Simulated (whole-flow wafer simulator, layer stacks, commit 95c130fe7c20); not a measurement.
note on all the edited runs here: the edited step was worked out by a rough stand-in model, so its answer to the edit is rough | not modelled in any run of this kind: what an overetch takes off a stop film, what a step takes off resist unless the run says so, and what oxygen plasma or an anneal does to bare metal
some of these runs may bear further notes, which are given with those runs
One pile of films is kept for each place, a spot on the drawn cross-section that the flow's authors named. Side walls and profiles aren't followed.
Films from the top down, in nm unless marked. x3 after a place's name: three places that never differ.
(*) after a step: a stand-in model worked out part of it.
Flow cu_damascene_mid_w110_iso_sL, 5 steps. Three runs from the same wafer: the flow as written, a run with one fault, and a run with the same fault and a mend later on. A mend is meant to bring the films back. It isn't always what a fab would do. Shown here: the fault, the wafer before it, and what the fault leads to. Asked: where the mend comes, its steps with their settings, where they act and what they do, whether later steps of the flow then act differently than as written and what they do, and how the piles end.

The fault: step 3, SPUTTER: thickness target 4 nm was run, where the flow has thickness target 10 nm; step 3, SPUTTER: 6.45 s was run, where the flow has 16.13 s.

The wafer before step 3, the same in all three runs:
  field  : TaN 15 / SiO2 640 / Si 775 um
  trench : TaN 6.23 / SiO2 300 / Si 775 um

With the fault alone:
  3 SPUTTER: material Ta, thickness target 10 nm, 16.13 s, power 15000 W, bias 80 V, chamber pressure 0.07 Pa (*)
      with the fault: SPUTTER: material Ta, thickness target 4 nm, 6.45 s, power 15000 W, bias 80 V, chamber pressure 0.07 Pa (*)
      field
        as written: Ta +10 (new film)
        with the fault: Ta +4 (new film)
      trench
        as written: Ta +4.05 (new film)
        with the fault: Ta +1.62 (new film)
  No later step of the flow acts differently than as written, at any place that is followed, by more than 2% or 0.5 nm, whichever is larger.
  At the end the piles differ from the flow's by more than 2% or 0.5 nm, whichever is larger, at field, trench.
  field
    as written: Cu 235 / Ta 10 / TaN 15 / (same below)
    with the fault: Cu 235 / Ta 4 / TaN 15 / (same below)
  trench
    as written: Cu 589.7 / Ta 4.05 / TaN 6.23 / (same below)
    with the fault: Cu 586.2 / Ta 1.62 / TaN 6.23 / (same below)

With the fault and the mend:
  The mend comes after step 3.
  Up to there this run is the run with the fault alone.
  3a SPUTTER: material Ta, thickness target 6 nm, 9.678 s, power 15000 W, bias 80 V, chamber pressure 0.07 Pa (*) (the flow's step 3 once more, with other settings)
      field
        Ta +6
      trench
        Ta +2.39
  No later step of the flow acts differently than as written at any place that is followed.
  At the end the piles differ from the flow's only slightly at the places that both follow, by at most 2% or 0.5 nm, whichever is larger.
